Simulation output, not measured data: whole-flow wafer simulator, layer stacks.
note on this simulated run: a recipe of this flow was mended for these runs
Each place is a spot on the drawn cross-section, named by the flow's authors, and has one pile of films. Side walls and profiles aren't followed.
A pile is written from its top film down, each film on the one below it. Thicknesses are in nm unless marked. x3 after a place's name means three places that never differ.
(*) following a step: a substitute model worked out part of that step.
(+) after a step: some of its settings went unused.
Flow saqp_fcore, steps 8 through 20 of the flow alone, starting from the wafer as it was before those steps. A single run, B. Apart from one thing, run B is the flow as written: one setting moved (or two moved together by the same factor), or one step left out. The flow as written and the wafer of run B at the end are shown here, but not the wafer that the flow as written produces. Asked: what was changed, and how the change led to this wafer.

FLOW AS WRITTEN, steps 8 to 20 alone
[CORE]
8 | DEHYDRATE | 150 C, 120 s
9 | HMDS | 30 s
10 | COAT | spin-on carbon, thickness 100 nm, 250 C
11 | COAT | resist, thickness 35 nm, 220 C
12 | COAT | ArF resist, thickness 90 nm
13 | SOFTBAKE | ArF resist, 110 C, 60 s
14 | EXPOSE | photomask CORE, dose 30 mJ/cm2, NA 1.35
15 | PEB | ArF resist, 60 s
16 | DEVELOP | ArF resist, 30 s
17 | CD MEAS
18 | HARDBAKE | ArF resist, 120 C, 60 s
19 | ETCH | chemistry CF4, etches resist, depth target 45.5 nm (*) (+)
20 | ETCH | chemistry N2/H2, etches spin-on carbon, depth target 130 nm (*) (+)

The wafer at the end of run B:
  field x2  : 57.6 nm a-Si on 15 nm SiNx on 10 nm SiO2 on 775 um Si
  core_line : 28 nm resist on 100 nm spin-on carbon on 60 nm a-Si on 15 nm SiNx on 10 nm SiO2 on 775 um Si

The reason: step 20, ETCH: depth target 138.8 nm was run, though the flow has depth target 130 nm.

How this came from the change, step by step:
  20 | ETCH | chemistry N2/H2, etches spin-on carbon, depth target 130 nm (*) (+)
      core_line: ArF resist loses 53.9 (all of it), resist loses 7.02 (it would be, as written: ArF resist loses 53.9 (all of it), resist loses 6.44)
